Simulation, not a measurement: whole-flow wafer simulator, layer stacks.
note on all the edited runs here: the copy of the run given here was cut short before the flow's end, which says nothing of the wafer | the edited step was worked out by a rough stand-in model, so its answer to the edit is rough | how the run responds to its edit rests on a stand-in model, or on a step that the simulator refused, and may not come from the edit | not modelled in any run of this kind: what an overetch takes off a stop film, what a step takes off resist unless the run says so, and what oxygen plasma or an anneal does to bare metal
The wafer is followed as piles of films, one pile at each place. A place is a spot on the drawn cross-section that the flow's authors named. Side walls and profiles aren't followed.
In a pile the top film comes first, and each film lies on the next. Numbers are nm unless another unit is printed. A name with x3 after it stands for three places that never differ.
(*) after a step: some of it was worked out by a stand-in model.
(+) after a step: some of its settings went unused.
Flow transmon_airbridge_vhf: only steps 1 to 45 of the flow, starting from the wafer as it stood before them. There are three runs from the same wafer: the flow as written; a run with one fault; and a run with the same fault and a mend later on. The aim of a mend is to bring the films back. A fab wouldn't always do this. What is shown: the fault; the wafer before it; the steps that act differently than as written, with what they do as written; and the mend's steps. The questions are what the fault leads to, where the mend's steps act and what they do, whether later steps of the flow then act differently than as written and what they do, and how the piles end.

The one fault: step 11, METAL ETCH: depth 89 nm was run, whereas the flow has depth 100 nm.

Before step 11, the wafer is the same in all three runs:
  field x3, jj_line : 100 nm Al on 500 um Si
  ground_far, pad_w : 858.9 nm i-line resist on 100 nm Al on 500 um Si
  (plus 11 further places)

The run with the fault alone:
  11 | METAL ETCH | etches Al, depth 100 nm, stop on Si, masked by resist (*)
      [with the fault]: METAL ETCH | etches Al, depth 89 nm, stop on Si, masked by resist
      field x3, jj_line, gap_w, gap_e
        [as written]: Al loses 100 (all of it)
        [with the fault]: Al loses 89
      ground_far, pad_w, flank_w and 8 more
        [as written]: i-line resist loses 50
        [with the fault]: i-line resist loses 44.5
  Steps later in the flow that act otherwise than as written (not shown: 20 more steps that differ only slightly, by at most 2% or 0.5 nm, whichever is larger):
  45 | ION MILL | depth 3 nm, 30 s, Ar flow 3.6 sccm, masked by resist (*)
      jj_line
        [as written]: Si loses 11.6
        [with the fault]: Al loses 11 (all of it), Si loses 5.43
  By the end, the piles at field x3, gap_w, gap_e depart from the flow's by more than 2% or 0.5 nm, whichever is larger.
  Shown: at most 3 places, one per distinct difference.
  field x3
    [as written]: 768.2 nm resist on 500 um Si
    [with the fault]: 768.2 nm resist on 11 nm Al on 500 um Si
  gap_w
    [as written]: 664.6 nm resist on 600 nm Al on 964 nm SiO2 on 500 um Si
    [with the fault]: 661.5 nm resist on 600 nm Al on 964 nm SiO2 on 11 nm Al on 500 um Si

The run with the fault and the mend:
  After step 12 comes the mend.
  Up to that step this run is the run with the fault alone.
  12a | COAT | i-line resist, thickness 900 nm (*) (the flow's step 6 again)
      field x3, jj_line, trace_open_s x2, margin_s, bridge_strip, margin_n
        i-line resist gains 900 (new film)
      pad_w, pad_e
        i-line resist gains 889.1 (new film)
      flank_w, flank_e
        i-line resist gains 879.1 (new film)
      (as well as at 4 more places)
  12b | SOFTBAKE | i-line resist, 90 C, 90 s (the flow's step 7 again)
      pad_w, pad_e
        i-line resist loses 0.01
      flank_w, flank_e
        i-line resist loses 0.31
      gap_w, gap_e
        i-line resist gains 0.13
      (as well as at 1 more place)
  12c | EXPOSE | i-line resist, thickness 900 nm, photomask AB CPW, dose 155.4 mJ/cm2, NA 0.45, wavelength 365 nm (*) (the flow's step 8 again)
      leaves every film unchanged at each place that is followed
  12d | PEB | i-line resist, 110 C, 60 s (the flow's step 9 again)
      field x3, jj_line, trace_open_s x2, margin_s, bridge_strip, margin_n
        i-line resist loses 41
      pad_w, pad_e
        i-line resist loses 40.5
      flank_w, flank_e
        i-line resist loses 40.1
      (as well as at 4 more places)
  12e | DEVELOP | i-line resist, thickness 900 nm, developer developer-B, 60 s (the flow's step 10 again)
      trace_open_s x2, margin_s, bridge_strip, margin_n
        i-line resist loses 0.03
      field x3, jj_line
        i-line resist loses 859 (all of it)
      gap_w, gap_e
        i-line resist loses 905.4 (all of it)
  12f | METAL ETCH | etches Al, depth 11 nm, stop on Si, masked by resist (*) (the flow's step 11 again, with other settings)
      ground_far, pad_w, flank_w and 8 more
        i-line resist loses 5.5
      field x3, jj_line, gap_w, gap_e
        Al loses 11 (all of it)
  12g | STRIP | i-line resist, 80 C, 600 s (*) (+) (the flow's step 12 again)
      trace_open_s x2, margin_s, bridge_strip, margin_n
        i-line resist loses 853.4 (all of it)
      pad_w, pad_e
        i-line resist loses 843 (all of it)
      flank_w, flank_e
        i-line resist loses 833.2 (all of it)
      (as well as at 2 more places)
  None of the later steps of the flow acts differently than as written at any place that is followed.
  By the end, the piles equal the flow's at every place that both follow.
